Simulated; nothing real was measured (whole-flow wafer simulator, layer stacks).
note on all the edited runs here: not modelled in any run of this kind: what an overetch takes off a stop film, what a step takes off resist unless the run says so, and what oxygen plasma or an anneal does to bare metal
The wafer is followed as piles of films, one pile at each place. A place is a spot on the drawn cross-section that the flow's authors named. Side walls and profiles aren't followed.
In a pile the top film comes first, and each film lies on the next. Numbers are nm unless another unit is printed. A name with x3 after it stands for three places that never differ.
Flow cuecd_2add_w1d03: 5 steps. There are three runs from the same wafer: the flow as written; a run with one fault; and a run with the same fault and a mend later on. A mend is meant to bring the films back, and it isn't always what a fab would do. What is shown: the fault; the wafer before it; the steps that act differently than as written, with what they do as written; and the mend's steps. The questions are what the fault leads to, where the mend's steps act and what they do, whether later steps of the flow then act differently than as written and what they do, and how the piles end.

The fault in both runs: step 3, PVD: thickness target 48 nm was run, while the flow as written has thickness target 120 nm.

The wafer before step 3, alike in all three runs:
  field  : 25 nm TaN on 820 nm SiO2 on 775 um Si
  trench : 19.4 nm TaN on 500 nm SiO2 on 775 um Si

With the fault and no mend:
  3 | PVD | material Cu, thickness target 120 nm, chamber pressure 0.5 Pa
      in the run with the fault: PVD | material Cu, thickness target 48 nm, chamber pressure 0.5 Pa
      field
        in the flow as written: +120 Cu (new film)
        in the run with the fault: +48 Cu (new film)
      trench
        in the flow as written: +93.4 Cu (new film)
        in the run with the fault: +37.4 Cu (new film)
  Later steps of the flow that are run all act as written at every place that is followed, up to a difference of at most 2% or 0.5 nm, whichever is larger.
  The piles end different from the flow's at field, trench by more than 2% or 0.5 nm, whichever is larger.
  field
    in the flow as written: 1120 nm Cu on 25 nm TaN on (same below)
    in the run with the fault: 1048 nm Cu on 25 nm TaN on (same below)
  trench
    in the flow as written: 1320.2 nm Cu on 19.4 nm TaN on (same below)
    in the run with the fault: 1244.1 nm Cu on 19.4 nm TaN on (same below)

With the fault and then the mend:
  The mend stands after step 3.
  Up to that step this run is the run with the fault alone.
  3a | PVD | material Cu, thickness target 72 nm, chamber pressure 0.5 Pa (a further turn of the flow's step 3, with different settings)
      field
        +72 Cu
      trench
        +55 Cu
  Later steps of the flow that are run all act as written at every place that is followed, up to a difference of at most 2% or 0.5 nm, whichever is larger.
  The piles end the same as the flow's at every place that both follow.
